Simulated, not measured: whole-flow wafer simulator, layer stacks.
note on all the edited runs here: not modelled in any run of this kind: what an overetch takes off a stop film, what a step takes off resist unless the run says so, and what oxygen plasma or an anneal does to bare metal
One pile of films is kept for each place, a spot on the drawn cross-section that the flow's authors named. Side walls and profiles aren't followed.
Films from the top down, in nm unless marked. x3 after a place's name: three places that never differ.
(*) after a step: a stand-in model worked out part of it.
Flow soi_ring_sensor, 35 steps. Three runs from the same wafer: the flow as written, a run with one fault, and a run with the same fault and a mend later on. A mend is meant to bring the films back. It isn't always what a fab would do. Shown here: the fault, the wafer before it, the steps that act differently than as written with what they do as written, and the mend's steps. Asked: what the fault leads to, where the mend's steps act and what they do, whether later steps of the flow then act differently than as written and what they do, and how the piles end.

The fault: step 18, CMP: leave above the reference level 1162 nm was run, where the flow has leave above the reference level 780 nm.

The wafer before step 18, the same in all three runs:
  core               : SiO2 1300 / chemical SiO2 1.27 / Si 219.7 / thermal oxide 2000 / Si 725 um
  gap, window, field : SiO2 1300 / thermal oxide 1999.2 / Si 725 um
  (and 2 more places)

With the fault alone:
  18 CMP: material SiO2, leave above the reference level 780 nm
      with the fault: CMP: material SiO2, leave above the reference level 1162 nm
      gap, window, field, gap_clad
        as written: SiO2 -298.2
        with the fault: nothing
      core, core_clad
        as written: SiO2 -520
        with the fault: SiO2 -138
  Later steps of the flow that act differently than as written (1 more step differs only slightly, by at most 2% or 0.5 nm, whichever is larger, and isn't shown):
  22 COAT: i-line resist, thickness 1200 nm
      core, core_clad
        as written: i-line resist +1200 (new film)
        with the fault: i-line resist +1126.9 (new film)
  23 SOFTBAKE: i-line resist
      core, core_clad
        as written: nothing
        with the fault: i-line resist -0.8
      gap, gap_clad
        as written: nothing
        with the fault: i-line resist -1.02
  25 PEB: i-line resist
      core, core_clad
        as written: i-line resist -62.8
        with the fault: i-line resist -58.8
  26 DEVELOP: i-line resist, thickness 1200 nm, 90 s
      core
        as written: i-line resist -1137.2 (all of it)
        with the fault: i-line resist -1067.3 (all of it)
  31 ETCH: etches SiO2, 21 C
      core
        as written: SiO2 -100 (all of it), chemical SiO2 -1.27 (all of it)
        with the fault: SiO2 -462
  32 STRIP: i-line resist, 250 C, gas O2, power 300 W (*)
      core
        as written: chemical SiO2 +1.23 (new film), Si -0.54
        with the fault: nothing
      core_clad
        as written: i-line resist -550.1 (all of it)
        with the fault: i-line resist -480.4 (all of it)
  At the end the piles differ from the flow's by more than 2% or 0.5 nm, whichever is larger, at core, field, core_clad.
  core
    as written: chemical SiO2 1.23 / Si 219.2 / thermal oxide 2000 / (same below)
    with the fault: SiO2 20 / chemical SiO2 1.27 / Si 219.7 / thermal oxide 2000 / (same below)
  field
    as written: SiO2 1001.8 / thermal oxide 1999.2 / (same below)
    with the fault: SiO2 1300 / thermal oxide 1999.2 / (same below)
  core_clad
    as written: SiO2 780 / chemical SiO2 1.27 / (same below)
    with the fault: SiO2 1162 / chemical SiO2 1.27 / (same below)

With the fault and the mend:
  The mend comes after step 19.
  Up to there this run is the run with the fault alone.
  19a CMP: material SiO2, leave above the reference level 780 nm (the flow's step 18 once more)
      gap, window, field, gap_clad
        SiO2 -298.2
      core, core_clad
        SiO2 -382
  No later step of the flow acts differently than as written at any place that is followed.
  At the end the piles are the same as the flow's at every place that both follow.
